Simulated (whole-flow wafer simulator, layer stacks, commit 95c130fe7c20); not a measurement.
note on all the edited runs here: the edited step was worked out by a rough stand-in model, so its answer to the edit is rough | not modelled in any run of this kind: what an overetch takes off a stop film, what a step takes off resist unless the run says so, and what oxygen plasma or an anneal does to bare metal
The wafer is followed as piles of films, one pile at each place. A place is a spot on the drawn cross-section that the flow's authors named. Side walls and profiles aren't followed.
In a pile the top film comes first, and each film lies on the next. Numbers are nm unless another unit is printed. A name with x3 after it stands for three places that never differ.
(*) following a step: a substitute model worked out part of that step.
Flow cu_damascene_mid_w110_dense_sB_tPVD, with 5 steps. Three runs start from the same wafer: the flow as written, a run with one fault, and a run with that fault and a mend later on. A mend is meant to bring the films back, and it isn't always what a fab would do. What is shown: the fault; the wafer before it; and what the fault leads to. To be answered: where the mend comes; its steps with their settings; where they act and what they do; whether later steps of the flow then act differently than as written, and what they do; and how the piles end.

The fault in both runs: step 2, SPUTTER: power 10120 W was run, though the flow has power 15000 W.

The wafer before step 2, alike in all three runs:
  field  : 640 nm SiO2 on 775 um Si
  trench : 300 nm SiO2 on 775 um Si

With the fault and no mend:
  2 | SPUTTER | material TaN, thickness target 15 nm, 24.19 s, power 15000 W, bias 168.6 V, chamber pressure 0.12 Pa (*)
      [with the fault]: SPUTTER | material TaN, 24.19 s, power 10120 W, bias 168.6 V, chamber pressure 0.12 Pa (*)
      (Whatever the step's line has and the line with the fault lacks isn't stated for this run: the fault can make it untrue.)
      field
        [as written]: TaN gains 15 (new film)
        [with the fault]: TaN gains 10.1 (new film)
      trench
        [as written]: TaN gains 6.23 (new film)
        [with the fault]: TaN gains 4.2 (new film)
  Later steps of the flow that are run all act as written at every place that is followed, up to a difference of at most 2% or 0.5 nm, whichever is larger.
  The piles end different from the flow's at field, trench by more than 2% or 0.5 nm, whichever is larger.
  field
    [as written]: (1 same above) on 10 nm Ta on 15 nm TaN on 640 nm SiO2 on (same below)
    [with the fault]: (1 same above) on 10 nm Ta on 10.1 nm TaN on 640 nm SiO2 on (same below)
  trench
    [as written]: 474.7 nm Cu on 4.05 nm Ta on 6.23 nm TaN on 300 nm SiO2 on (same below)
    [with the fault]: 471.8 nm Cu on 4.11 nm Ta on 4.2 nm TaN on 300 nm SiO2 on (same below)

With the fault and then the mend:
  The mend follows step 2.
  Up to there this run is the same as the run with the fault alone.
  2a | SPUTTER | material TaN, thickness target 4.9 nm, 7.874 s, power 15000 W, bias 168.6 V, chamber pressure 0.12 Pa (*) (the flow's step 2 again, with other settings)
      field
        TaN gains 4.9
      trench
        TaN gains 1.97
  Later steps of the flow that are run all act as written at every place that is followed, up to a difference of at most 2% or 0.5 nm, whichever is larger.
  The piles end only slightly different from the flow's at the places that both follow, by no more than 2% or 0.5 nm, whichever is larger.
